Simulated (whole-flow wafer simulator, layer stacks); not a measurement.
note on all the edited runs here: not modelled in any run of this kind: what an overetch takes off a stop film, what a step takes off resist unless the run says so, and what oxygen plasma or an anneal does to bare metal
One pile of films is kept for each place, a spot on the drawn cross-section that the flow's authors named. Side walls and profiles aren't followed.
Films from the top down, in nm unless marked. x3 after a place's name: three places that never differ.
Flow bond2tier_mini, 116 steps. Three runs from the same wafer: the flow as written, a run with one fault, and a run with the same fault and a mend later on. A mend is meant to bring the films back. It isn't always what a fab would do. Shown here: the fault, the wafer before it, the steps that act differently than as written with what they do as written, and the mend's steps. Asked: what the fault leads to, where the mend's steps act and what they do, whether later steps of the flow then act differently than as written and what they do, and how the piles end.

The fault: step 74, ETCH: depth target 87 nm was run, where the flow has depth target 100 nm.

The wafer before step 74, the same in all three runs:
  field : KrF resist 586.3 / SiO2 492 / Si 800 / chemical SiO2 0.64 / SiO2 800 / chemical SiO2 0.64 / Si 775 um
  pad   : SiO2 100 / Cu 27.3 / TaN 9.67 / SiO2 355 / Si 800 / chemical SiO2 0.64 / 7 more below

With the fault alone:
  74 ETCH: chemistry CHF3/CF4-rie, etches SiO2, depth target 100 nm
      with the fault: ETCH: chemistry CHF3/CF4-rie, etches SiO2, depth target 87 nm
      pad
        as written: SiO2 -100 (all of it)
        with the fault: SiO2 -87
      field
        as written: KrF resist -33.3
        with the fault: KrF resist -29
  Later steps of the flow that act differently than as written (3 more steps differ only slightly, by at most 2% or 0.5 nm, whichever is larger, and aren't shown):
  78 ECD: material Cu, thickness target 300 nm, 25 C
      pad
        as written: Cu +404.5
        with the fault: Cu +390.9
  At the end the piles differ from the flow's by more than 2% or 0.5 nm, whichever is larger, at pad.
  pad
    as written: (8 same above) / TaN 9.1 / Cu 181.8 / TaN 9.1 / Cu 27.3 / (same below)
    with the fault: (8 same above) / TaN 9.1 / Cu 168.7 / TaN 9.22 / SiO2 13 / Cu 27.3 / (same below)

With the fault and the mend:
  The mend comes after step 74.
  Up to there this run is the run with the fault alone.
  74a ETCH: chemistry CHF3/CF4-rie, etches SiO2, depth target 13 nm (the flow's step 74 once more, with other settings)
      field
        KrF resist -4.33
      pad
        SiO2 -13 (all of it)
  No later step of the flow acts differently than as written at any place that is followed.
  At the end the piles are the same as the flow's at every place that both follow.
